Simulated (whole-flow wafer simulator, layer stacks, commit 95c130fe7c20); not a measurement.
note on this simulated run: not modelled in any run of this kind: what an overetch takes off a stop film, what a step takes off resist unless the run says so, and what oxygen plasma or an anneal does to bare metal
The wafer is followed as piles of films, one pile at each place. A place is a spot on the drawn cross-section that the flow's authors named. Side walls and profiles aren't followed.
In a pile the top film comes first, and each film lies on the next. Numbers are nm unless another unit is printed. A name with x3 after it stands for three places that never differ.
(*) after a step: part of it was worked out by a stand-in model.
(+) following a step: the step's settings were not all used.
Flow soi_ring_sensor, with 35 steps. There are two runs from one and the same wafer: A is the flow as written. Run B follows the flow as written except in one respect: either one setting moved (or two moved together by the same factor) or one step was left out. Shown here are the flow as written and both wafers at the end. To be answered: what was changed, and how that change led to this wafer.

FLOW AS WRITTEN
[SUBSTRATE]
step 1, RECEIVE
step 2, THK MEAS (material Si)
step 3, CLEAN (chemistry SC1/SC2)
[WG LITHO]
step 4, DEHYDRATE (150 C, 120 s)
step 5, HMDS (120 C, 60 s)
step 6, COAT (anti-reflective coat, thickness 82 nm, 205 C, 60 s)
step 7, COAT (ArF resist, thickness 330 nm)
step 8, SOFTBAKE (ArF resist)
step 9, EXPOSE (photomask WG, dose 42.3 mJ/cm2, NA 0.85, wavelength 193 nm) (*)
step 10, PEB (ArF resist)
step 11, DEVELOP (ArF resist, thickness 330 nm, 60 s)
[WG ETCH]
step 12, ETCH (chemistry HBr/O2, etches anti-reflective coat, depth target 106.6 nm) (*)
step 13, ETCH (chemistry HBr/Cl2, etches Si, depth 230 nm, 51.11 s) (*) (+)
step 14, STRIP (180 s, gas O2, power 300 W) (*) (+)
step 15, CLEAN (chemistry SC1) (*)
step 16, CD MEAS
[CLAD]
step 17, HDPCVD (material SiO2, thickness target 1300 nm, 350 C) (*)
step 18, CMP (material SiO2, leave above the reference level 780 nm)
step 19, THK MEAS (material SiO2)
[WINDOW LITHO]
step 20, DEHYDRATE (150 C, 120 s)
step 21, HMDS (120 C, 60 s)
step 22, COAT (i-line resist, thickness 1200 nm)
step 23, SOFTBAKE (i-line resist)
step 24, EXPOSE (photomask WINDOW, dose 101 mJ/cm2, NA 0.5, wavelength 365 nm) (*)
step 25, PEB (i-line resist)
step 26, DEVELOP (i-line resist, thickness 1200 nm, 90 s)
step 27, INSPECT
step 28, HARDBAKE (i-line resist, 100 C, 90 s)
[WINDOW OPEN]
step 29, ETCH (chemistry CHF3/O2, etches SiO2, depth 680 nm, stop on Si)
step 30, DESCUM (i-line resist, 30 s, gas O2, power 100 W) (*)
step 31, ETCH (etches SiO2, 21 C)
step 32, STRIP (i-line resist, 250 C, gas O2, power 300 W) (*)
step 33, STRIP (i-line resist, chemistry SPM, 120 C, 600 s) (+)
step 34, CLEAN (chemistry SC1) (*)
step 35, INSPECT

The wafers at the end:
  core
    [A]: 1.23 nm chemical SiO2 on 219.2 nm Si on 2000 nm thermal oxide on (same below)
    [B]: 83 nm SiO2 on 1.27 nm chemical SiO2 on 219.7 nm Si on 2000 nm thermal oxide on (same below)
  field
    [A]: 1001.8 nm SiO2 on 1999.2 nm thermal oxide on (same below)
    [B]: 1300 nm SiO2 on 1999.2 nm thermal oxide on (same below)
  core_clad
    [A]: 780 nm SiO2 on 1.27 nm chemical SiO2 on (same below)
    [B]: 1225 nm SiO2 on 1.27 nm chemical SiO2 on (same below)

What caused this: step 18, CMP: leave above the reference level 1225 nm was run, whereas the flow has leave above the reference level 780 nm.
The wafer lets one read it off: core_clad has SiO2 1225, and step 18 as written asks for 780 nm.

Step by step, how the change led to this:
  step 18, CMP (material SiO2, leave above the reference level 780 nm)
      gap, window, field, gap_clad: A SiO2 loses 298.2 | B nothing
      core, core_clad: A SiO2 loses 520 | B SiO2 loses 75
  step 22, COAT (i-line resist, thickness 1200 nm)
      core, core_clad: A i-line resist gains 1200 (new film) | B i-line resist gains 1072.9 (new film)
  step 23, SOFTBAKE (i-line resist)
      core, core_clad: A nothing | B i-line resist loses 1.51
      gap, gap_clad: A nothing | B i-line resist loses 1.9
  step 25, PEB (i-line resist)
      core, core_clad: A i-line resist loses 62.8 | B i-line resist loses 55.8
  step 26, DEVELOP (i-line resist, thickness 1200 nm, 90 s)
      core: A i-line resist loses 1137.2 (all of it) | B i-line resist loses 1015.6 (all of it)
  step 31, ETCH (etches SiO2, 21 C)
      core: A SiO2 loses 100 (all of it), chemical SiO2 loses 1.27 (all of it) | B SiO2 loses 462
  step 32, STRIP (i-line resist, 250 C, gas O2, power 300 W) (*)
      core: A chemical SiO2 gains 1.23 (new film), Si loses 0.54 | B nothing
      core_clad: A i-line resist loses 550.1 (all of it) | B i-line resist loses 428.8 (all of it)
